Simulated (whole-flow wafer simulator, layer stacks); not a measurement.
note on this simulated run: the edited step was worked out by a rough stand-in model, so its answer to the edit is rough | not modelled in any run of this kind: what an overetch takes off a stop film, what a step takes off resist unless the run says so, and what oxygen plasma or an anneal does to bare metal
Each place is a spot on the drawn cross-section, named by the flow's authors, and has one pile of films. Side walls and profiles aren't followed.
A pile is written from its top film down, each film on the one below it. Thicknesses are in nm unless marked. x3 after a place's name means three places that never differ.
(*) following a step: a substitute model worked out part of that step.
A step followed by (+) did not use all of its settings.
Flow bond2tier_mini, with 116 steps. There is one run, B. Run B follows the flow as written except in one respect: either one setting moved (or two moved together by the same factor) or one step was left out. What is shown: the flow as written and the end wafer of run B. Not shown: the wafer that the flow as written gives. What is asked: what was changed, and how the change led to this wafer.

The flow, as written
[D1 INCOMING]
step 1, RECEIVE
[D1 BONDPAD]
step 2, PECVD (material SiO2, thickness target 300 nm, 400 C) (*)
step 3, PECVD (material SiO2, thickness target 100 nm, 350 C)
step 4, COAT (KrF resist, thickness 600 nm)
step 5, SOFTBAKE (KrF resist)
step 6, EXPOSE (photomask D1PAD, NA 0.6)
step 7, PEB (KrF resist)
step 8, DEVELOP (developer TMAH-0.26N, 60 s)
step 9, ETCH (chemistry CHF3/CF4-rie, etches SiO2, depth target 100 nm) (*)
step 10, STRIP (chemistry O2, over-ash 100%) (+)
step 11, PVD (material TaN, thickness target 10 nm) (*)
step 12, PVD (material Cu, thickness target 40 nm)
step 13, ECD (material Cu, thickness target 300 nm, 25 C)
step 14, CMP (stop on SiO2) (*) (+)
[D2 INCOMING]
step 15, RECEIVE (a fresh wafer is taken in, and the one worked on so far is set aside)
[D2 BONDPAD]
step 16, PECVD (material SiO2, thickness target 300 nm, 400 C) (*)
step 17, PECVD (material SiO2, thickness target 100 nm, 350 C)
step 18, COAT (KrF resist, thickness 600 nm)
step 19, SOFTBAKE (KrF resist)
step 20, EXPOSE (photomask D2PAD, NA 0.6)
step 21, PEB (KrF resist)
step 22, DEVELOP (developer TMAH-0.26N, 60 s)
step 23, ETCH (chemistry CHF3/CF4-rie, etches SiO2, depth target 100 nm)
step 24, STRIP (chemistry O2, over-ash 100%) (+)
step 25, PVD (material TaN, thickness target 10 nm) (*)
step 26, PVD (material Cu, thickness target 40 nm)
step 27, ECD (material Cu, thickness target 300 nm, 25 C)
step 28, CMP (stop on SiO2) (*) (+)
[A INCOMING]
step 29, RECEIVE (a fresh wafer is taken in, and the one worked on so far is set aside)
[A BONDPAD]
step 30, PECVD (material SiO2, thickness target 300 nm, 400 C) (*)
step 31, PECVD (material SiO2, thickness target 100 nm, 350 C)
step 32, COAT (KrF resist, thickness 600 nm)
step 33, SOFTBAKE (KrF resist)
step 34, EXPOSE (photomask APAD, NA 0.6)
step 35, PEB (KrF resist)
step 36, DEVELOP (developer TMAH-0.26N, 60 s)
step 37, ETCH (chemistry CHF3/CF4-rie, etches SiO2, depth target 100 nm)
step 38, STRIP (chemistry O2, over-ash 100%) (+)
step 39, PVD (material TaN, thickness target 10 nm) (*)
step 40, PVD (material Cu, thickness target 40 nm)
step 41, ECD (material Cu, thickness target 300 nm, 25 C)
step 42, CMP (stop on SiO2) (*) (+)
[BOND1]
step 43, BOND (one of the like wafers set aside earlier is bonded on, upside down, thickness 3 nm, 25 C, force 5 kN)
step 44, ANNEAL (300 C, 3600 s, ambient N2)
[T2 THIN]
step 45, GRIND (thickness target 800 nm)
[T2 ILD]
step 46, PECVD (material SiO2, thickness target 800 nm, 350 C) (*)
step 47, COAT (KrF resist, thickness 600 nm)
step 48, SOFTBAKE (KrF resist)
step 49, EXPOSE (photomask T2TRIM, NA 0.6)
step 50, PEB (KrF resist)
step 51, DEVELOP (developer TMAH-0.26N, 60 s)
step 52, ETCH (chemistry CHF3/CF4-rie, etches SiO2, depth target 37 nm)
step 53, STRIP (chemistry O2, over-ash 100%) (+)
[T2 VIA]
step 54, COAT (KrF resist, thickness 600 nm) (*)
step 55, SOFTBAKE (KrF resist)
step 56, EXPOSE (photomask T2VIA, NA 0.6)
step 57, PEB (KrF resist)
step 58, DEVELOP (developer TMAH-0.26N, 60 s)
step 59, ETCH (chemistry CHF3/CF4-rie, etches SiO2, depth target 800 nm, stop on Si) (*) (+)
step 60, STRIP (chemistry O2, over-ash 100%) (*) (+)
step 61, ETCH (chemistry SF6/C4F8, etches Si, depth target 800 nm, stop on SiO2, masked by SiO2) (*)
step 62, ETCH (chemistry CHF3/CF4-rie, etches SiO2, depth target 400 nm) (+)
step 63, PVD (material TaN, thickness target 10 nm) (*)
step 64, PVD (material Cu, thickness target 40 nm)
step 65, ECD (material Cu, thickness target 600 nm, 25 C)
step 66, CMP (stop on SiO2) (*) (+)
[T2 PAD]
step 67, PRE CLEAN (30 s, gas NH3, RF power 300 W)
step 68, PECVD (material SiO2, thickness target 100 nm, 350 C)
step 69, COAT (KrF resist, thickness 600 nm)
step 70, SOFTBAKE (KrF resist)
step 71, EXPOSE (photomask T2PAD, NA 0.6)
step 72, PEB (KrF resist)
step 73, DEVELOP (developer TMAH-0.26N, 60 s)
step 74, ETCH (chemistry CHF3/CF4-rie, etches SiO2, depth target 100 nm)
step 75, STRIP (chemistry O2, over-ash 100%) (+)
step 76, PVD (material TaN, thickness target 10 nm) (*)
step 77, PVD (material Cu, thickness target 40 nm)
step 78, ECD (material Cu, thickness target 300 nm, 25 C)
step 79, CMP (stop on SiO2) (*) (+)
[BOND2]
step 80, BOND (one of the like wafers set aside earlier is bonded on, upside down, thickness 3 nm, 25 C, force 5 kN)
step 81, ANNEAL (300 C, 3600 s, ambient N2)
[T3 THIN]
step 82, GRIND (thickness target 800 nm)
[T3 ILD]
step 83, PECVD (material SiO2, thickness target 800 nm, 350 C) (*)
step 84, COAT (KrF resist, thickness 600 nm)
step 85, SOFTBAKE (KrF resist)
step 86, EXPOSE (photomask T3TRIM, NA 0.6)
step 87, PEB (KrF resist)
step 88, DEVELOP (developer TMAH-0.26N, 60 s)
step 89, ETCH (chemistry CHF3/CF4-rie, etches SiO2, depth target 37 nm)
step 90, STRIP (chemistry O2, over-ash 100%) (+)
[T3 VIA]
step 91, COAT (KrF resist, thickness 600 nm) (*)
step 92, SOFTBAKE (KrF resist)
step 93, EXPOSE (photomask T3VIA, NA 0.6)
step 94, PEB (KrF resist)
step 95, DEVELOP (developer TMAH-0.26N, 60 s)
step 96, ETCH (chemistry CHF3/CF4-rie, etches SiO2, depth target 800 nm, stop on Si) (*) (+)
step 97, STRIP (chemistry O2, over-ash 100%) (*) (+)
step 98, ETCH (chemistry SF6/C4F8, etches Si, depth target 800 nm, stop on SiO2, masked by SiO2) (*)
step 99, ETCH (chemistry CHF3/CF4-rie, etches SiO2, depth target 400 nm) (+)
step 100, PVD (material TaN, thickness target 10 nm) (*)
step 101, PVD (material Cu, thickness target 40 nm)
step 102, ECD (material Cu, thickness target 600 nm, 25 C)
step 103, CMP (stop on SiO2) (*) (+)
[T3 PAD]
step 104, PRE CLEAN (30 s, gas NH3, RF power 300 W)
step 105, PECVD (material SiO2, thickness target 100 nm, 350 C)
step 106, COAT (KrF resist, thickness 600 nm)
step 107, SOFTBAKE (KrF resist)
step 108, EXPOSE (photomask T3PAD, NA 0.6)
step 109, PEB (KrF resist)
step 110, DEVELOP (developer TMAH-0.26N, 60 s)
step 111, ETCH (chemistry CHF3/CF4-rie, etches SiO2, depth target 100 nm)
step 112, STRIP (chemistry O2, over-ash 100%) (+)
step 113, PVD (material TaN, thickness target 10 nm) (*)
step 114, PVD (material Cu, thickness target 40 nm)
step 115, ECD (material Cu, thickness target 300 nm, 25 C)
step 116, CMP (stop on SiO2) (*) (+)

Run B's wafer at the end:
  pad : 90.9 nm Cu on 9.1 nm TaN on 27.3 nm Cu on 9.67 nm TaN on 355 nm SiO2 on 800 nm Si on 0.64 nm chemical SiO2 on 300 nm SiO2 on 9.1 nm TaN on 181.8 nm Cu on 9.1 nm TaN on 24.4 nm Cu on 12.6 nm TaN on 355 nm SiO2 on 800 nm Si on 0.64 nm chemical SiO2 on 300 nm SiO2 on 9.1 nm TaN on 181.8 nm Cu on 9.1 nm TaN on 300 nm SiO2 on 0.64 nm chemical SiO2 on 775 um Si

Cause: step 63, PVD: thickness target 13 nm was run, though the flow has thickness target 10 nm.

How this came from the change, step by step:
  step 63, PVD (material TaN, thickness target 10 nm) (*)
      field: TaN gains 13 (new film) (it would be, as written: TaN gains 10 (new film))
      pad: TaN gains 12.6 (new film) (it would be, as written: TaN gains 9.67 (new film))
  step 66, CMP (stop on SiO2) (*) (+)
      field: Cu loses 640 (all of it), TaN loses 13 (all of it) (it would be, as written: Cu loses 640 (all of it), TaN loses 10 (all of it))
